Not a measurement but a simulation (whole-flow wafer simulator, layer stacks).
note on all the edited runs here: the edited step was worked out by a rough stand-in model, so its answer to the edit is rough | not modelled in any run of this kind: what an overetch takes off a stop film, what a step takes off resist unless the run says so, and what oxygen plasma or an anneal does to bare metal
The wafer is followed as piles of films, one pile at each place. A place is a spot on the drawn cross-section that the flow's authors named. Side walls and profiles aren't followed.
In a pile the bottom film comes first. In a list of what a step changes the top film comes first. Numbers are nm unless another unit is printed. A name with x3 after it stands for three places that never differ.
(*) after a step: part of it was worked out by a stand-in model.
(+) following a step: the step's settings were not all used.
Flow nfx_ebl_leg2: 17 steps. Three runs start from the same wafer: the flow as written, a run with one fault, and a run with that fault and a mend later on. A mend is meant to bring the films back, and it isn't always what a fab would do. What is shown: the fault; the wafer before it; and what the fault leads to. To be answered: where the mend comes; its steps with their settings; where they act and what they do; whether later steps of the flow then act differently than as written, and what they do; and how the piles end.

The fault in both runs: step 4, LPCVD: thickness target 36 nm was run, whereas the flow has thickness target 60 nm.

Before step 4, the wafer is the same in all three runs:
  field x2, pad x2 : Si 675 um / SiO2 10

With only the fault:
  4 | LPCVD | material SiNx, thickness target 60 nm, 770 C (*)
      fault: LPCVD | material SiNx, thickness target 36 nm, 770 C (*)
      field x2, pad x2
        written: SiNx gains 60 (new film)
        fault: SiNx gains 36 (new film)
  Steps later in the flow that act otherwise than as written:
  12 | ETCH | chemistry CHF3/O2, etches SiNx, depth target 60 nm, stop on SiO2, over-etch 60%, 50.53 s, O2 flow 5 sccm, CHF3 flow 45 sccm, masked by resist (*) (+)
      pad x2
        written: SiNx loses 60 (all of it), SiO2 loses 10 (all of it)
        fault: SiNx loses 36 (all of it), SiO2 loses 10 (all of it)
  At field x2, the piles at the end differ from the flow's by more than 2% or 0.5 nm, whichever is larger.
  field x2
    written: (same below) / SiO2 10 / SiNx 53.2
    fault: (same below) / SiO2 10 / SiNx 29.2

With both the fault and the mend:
  After step 5 comes the mend.
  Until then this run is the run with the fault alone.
  5a | LPCVD | material SiNx, thickness target 24 nm, 770 C (*) (the flow's step 4 again, with other settings)
      field x2, pad x2
        SiNx gains 24
  None of the later steps of the flow acts differently than as written at any place that is followed.
  The piles end the same as the flow's at every place that both follow.
